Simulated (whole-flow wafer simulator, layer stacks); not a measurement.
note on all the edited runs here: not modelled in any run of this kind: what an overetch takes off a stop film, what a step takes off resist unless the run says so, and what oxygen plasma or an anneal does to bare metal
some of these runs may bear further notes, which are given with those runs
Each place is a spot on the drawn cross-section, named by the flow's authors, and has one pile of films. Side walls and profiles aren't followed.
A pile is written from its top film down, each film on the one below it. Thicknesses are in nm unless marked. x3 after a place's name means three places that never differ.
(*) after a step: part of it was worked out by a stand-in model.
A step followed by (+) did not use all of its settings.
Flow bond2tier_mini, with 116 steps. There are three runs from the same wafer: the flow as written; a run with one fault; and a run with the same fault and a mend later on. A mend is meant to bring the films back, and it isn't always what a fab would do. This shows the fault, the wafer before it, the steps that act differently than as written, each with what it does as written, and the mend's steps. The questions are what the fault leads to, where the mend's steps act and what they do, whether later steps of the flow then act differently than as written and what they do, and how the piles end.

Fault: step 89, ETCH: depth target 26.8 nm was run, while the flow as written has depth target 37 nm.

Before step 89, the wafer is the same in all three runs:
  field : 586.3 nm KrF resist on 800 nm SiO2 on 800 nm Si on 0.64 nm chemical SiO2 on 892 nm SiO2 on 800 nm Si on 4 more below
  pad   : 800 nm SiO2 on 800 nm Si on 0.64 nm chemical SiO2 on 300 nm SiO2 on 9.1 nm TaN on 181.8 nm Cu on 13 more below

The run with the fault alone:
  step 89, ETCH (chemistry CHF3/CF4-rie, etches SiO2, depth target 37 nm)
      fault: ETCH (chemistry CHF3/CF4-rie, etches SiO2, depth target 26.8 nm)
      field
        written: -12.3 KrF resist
        fault: -8.93 KrF resist
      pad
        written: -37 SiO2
        fault: -26.8 SiO2
  Every later step of the flow that is run acts as written, at every place that is followed, to within 2% or 0.5 nm, whichever is larger.
  At pad, the piles at the end differ from the flow's by more than 2% or 0.5 nm, whichever is larger.
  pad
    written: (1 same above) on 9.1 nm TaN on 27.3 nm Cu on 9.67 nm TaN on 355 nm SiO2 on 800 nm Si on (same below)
    fault: (1 same above) on 9.1 nm TaN on 17 nm Cu on 9.76 nm TaN on 365.2 nm SiO2 on 800 nm Si on (same below)

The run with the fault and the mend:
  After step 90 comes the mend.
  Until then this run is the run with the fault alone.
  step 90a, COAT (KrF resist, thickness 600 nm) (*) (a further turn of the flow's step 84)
      field
        +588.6 KrF resist (new film)
      pad
        +611.9 KrF resist (new film)
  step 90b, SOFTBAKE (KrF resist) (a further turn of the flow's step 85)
      alters no film at any place that is followed
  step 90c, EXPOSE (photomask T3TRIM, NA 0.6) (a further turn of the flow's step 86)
      alters no film at any place that is followed
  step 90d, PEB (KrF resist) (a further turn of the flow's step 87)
      alters no film at any place that is followed
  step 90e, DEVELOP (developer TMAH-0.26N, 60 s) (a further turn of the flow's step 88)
      field
        -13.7 KrF resist
      pad
        -611.9 KrF resist (all of it)
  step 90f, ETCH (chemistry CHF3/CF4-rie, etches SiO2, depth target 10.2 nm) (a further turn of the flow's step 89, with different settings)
      field
        -3.4 KrF resist
      pad
        -10.2 SiO2
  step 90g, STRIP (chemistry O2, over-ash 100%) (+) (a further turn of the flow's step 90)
      field
        -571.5 KrF resist (all of it)
  Every later step of the flow that is run acts as written at every place that is followed.
  At every place that both follow, the piles at the end match the flow's.
